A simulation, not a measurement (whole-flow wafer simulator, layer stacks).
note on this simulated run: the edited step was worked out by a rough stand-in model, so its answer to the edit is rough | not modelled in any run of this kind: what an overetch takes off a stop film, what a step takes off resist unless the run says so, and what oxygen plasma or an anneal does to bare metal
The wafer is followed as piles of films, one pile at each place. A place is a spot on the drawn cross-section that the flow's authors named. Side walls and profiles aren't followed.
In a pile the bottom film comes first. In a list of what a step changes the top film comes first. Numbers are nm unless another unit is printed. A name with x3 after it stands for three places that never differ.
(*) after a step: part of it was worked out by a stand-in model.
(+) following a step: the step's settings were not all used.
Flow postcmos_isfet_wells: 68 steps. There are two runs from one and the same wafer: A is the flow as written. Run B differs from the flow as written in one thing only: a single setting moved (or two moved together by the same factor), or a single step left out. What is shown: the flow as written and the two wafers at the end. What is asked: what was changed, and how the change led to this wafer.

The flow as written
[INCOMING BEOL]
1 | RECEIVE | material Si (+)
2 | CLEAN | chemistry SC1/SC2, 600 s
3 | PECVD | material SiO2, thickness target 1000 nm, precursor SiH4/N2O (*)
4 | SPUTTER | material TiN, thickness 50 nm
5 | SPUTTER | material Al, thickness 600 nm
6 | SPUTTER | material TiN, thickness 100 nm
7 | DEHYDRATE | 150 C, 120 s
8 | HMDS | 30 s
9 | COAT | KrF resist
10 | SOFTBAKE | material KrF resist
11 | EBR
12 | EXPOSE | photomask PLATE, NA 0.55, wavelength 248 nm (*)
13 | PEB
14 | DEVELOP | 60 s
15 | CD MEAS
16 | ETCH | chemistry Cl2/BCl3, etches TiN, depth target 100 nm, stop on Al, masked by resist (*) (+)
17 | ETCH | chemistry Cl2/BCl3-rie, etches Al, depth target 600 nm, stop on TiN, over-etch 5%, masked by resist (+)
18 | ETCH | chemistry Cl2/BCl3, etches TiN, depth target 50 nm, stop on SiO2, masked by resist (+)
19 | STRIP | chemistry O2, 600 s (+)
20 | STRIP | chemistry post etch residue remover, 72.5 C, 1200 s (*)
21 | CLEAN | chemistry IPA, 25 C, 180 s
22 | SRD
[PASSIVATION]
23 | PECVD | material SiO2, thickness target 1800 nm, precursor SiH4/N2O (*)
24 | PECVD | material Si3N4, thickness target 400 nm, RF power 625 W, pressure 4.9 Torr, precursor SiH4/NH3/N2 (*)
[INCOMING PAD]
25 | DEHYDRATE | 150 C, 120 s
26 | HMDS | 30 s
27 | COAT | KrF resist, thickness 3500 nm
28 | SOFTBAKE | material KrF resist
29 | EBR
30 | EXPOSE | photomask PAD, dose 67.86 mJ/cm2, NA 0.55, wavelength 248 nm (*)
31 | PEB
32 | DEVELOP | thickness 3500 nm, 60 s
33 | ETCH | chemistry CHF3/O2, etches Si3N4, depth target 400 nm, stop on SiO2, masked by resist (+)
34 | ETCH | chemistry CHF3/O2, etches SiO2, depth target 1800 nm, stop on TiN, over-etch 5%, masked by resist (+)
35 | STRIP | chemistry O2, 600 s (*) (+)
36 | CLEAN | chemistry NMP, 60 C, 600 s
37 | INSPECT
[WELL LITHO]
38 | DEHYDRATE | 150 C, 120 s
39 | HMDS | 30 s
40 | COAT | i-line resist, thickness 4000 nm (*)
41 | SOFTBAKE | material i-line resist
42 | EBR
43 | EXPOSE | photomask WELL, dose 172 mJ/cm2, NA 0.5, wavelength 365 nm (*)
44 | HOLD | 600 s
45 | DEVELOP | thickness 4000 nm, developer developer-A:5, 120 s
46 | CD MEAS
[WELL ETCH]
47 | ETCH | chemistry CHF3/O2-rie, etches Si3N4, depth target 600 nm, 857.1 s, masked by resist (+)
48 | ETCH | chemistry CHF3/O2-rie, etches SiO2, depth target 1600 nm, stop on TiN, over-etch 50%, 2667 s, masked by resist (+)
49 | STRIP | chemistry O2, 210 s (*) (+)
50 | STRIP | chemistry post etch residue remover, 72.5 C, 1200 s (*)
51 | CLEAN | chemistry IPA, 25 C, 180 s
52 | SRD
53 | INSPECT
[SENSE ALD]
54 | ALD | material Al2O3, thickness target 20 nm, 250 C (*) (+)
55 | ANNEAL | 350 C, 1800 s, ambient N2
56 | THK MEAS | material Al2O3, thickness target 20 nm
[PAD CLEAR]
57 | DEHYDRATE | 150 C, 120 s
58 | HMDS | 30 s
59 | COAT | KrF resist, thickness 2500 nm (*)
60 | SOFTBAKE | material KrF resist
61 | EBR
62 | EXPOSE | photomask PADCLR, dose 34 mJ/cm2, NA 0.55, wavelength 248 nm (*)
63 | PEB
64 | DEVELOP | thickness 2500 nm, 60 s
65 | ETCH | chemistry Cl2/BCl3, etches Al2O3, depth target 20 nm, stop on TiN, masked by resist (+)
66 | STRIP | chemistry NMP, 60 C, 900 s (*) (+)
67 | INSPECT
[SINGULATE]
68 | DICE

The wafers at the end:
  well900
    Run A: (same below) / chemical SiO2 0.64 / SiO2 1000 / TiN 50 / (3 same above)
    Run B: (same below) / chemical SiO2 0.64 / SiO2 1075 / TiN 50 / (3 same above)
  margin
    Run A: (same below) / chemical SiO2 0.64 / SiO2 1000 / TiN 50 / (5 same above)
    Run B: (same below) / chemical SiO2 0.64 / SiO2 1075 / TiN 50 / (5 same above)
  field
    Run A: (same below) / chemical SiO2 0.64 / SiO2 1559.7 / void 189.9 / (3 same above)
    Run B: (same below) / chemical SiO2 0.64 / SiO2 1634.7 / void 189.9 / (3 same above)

The reason: step 3, PECVD: thickness target 1075 nm was run, though the flow has thickness target 1000 nm.
The wafer itself shows it: well900 has SiO2 1075, and step 3 as written asks for 1000 nm.

Step by step, how the change led to this:
  3 | PECVD | material SiO2, thickness target 1000 nm, precursor SiH4/N2O (*)
      field, margin, well900, well1300 x3, pad_rim, pad_clr, pad_open: A +1000 SiO2 (new film) | B +1075 SiO2 (new film)
